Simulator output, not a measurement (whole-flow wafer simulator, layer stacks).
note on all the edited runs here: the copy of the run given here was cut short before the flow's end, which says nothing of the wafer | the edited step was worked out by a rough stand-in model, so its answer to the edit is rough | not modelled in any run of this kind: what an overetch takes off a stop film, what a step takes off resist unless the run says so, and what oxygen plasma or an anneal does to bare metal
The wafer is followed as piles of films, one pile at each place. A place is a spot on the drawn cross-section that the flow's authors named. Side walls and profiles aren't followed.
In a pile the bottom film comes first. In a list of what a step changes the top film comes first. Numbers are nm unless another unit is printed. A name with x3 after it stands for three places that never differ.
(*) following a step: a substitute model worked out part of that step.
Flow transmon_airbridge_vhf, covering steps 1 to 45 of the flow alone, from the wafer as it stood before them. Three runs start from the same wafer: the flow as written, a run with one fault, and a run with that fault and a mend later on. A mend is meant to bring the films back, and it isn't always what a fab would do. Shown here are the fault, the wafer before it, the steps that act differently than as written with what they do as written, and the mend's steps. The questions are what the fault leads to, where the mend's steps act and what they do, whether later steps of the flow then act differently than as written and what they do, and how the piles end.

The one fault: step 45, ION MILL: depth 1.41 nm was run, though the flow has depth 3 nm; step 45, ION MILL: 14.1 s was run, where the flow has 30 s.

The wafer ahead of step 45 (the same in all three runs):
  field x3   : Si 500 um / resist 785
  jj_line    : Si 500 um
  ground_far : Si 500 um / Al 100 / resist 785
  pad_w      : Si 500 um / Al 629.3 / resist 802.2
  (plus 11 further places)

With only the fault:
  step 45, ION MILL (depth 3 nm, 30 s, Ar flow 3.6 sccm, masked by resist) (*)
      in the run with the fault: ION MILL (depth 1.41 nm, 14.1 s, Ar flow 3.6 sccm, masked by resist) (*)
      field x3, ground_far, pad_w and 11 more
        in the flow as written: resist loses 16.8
        in the run with the fault: resist loses 7.89
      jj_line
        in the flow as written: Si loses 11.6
        in the run with the fault: Si loses 5.47
  None of the later steps of the flow acts differently than as written at any place that is followed.
  At the end the piles are close to the flow's at the places that both follow, differing by at most 2% or 0.5 nm, whichever is larger.

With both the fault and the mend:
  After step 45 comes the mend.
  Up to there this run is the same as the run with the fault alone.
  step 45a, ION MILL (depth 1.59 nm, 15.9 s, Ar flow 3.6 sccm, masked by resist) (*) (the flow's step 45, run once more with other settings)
      field x3, ground_far, pad_w and 11 more
        resist loses 8.9
      jj_line
        Si loses 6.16
  None of the later steps of the flow acts differently than as written at any place that is followed.
  The piles end the same as the flow's at every place that both follow.
